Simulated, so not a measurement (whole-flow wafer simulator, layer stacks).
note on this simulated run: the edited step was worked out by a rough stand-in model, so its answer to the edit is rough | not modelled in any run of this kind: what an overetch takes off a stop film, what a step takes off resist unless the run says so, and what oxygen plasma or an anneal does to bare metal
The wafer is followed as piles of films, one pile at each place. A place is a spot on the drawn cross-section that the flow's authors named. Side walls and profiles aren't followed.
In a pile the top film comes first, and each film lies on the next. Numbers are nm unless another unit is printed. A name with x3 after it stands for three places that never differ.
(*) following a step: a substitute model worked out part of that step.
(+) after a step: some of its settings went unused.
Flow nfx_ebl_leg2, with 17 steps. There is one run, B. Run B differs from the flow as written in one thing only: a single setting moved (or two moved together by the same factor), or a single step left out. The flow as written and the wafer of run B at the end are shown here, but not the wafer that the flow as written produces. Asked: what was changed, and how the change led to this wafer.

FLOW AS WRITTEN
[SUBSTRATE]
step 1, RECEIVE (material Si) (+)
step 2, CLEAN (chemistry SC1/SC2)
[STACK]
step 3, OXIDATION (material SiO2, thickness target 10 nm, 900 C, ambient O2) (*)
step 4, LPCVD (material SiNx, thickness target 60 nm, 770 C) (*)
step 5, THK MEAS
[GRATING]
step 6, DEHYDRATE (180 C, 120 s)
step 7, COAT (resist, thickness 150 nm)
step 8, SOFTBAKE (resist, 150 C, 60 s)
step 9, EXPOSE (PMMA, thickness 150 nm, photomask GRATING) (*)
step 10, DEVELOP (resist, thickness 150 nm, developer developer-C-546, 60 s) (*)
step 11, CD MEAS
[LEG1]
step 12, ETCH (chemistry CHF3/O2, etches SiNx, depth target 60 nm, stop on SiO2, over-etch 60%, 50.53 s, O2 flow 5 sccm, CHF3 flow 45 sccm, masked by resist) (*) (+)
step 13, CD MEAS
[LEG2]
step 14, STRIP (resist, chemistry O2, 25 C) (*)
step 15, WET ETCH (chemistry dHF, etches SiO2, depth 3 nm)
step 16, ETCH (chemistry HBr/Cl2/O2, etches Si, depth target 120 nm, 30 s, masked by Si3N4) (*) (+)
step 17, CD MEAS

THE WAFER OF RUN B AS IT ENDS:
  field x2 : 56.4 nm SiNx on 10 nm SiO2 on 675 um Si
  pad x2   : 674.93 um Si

What caused this: step 16, ETCH: depth target 63 nm was run, though the flow has depth target 120 nm; step 16, ETCH: 15.8 s was run, where the flow has 30 s.

Step by step, how the change led to this:
  step 16, ETCH (chemistry HBr/Cl2/O2, etches Si, depth target 120 nm, 30 s, masked by Si3N4) (*) (+)
      field x2: -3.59 SiNx (as written it would have been: -6.82 SiNx)
      pad x2: -63 Si (as written it would have been: -120 Si)
